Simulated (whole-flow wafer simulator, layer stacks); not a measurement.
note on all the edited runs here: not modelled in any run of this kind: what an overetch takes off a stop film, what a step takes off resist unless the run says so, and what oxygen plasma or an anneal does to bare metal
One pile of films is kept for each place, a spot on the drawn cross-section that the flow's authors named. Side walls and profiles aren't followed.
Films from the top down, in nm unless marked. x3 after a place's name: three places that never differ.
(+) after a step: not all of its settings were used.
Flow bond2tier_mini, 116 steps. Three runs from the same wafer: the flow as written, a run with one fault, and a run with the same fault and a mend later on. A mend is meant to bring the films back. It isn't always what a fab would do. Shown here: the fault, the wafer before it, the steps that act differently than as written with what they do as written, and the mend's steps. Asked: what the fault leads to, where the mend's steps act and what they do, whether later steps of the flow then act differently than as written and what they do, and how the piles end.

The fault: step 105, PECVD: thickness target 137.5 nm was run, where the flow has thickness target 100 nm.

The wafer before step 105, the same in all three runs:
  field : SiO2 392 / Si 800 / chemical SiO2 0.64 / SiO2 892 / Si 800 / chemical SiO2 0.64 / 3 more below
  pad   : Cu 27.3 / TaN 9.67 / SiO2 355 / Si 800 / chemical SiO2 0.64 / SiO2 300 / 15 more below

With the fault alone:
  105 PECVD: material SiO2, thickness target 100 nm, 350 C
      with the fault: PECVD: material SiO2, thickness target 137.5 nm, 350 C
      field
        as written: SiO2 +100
        with the fault: SiO2 +137.5
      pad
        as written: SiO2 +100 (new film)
        with the fault: SiO2 +137.5 (new film)
  Later steps of the flow that act differently than as written:
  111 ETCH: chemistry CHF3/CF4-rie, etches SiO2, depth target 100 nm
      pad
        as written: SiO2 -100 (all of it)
        with the fault: SiO2 -100
  At the end the piles differ from the flow's by more than 2% or 0.5 nm, whichever is larger, at field, pad.
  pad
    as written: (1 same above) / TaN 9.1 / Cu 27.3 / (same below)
    with the fault: (1 same above) / TaN 9.1 / SiO2 37.5 / Cu 27.3 / (same below)
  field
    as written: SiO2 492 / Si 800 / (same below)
    with the fault: SiO2 529.5 / Si 800 / (same below)

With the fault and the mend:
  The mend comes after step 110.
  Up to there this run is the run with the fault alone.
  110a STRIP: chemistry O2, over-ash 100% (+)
      field
        KrF resist -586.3 (all of it)
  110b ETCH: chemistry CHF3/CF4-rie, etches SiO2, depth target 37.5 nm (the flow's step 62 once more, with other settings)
      field, pad
        SiO2 -37.5
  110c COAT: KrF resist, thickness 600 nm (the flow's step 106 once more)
      field, pad
        KrF resist +600 (new film)
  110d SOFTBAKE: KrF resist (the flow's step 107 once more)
      changes no film at any place that is followed
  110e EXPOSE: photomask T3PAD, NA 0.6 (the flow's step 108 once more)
      changes no film at any place that is followed
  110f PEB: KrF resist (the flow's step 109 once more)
      changes no film at any place that is followed
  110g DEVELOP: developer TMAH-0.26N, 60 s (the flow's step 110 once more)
      field
        KrF resist -13.7
      pad
        KrF resist -600 (all of it)
  No later step of the flow acts differently than as written at any place that is followed.
  At the end the piles are the same as the flow's at every place that both follow.
